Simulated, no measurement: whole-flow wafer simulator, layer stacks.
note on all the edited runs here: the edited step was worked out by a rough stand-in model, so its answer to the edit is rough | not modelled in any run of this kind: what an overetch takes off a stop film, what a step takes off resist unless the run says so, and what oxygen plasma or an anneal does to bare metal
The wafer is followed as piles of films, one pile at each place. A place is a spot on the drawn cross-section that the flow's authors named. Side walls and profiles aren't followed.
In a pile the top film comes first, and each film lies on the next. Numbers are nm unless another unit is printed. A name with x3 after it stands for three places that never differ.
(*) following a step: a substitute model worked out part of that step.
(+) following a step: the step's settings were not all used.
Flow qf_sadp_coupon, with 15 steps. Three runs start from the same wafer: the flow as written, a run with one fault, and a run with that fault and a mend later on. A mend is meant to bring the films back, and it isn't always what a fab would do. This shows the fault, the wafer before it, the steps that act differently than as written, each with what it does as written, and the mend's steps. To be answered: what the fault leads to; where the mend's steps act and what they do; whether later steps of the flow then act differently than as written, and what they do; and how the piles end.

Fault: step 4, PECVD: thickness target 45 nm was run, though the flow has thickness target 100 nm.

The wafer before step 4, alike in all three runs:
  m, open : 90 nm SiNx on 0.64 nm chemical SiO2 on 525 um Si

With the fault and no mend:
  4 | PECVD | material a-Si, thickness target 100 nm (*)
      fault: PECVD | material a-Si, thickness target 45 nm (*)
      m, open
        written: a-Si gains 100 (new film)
        fault: a-Si gains 45 (new film)
  Steps further on in the flow that do not act as written:
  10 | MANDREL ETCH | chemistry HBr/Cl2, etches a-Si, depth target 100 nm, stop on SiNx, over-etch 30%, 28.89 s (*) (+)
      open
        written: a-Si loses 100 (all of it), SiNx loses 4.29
        fault: a-Si loses 45 (all of it), SiNx loses 12.1
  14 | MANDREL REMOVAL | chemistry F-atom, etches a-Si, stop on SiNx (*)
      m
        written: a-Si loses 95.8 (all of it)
        fault: a-Si loses 40.8 (all of it)
  At open, the piles at the end differ from the flow's by more than 2% or 0.5 nm, whichever is larger.
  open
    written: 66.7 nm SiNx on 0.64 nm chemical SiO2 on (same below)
    fault: 58.8 nm SiNx on 0.64 nm chemical SiO2 on (same below)

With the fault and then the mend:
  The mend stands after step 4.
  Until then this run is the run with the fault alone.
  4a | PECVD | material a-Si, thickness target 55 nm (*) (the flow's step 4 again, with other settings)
      m, open
        a-Si gains 55
  Later steps of the flow that are run all act as written at every place that is followed.
  At every place that both follow, the piles at the end match the flow's.
